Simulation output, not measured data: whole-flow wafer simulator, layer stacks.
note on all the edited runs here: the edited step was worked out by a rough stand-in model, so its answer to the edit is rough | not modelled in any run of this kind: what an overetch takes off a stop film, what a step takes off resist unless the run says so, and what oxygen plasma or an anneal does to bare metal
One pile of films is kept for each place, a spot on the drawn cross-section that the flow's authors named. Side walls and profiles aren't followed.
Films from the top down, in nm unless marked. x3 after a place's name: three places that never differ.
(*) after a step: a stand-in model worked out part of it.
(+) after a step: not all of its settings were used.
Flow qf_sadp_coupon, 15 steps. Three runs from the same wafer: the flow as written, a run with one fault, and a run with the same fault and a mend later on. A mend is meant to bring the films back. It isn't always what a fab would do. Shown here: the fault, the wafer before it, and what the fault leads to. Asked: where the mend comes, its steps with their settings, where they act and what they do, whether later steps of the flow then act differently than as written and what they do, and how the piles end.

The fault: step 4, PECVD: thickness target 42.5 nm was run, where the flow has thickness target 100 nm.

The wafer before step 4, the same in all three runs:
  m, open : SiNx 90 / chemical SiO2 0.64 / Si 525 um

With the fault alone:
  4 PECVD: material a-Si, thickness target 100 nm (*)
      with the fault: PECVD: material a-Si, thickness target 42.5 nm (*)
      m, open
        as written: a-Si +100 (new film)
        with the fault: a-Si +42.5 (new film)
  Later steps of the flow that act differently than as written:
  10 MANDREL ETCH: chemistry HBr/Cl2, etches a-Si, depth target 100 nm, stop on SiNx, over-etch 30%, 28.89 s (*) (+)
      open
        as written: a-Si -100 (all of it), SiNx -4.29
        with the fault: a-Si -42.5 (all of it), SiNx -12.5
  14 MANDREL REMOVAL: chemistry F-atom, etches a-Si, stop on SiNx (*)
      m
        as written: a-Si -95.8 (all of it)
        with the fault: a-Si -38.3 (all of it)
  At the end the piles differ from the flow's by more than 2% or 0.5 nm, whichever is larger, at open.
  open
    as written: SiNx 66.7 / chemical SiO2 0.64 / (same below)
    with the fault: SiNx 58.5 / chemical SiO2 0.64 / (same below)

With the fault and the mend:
  The mend comes after step 4.
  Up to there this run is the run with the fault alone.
  4a PECVD: material a-Si, thickness target 57.5 nm (*) (the flow's step 4 once more, with other settings)
      m, open
        a-Si +57.5
  No later step of the flow acts differently than as written at any place that is followed.
  At the end the piles are the same as the flow's at every place that both follow.
